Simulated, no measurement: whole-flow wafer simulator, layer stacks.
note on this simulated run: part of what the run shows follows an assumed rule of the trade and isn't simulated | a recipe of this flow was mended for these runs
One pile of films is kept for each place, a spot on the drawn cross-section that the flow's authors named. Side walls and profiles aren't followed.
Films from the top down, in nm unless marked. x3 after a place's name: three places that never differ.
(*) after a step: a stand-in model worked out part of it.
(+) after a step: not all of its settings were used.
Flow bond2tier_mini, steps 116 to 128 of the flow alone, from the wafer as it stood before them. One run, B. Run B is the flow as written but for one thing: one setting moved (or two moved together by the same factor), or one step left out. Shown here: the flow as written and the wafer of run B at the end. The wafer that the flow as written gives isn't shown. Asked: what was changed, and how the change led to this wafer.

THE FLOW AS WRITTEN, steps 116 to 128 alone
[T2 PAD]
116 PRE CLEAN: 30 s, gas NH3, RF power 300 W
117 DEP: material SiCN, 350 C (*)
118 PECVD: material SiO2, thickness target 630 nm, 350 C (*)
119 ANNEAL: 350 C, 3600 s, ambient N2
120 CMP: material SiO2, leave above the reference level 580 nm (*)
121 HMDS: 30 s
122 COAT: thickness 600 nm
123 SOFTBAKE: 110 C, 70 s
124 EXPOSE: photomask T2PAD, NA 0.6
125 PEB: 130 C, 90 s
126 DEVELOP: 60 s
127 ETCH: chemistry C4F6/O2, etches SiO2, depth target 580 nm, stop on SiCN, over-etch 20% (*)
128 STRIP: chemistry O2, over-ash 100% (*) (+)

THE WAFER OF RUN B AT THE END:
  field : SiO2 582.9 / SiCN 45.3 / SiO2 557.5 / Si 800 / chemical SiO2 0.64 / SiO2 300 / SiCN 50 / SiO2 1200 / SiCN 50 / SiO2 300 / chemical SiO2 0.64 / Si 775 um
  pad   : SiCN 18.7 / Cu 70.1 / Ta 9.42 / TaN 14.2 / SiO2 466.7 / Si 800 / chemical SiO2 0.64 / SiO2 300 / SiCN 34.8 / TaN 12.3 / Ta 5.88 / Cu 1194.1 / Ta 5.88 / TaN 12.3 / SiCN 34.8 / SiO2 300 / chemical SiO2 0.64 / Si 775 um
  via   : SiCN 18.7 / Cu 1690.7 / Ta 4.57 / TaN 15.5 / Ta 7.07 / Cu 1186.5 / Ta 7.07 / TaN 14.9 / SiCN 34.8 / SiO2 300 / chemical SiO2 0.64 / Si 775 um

The cause: step 117, DEP: 374 C was run, where the flow has 350 C; step 127, ETCH: depth target 615 nm was run, where the flow has depth target 580 nm.

How the change led to this, step by step:
  117 DEP: material SiCN, 350 C (*)
      field, pad, via: SiCN +45.3 (new film) (as written it would be: SiCN +50 (new film))
  127 ETCH: chemistry C4F6/O2, etches SiO2, depth target 580 nm, stop on SiCN, over-etch 20% (*)
      pad, via: SiO2 -580 (all of it), SiCN -26.6 (as written it would be: SiO2 -580 (all of it), SiCN -19.6)
      field: thick-KrF-resist -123 (as written it would be: thick-KrF-resist -116)
